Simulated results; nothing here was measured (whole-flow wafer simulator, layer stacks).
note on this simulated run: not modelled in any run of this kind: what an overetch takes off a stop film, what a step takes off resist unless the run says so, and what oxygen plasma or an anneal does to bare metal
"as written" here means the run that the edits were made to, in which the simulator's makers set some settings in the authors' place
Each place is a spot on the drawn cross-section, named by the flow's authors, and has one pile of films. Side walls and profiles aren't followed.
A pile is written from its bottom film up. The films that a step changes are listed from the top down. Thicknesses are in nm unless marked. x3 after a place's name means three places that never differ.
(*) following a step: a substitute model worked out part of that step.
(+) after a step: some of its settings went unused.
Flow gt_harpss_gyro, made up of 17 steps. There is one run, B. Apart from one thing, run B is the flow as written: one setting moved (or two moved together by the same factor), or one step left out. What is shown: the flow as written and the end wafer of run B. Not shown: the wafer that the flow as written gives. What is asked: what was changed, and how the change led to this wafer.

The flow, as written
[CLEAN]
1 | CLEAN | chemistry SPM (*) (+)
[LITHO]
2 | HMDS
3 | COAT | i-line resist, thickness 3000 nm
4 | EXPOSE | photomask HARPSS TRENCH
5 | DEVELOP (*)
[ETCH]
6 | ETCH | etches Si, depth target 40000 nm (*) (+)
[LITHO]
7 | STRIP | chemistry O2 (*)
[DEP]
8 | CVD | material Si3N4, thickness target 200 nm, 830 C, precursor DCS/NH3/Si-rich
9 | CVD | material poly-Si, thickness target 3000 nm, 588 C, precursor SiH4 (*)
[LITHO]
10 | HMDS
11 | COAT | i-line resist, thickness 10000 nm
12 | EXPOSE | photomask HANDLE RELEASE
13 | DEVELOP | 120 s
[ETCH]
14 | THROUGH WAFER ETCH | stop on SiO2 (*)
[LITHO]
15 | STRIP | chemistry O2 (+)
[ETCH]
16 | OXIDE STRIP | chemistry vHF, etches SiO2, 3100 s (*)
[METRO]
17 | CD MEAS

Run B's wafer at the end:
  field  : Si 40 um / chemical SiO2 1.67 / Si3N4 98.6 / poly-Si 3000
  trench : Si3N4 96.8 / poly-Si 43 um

Cause: step 8, CVD: thickness target 98.59 nm was run, while the flow as written has thickness target 200 nm.
The wafer itself shows it: field has Si3N4 98.6, and step 8 as written asks for 200 nm.

How this came from the change, step by step:
  8 | CVD | material Si3N4, thickness target 200 nm, 830 C, precursor DCS/NH3/Si-rich
      field: Si3N4 gains 98.6 (new film) (in the flow as written it would be: Si3N4 gains 200 (new film))
      trench: Si3N4 gains 96.8 (new film) (in the flow as written it would be: Si3N4 gains 195.9 (new film))
  9 | CVD | material poly-Si, thickness target 3000 nm, 588 C, precursor SiH4 (*)
      trench: poly-Si gains 43 um (new film) (in the flow as written it would be: poly-Si gains 43.01 um (new film))
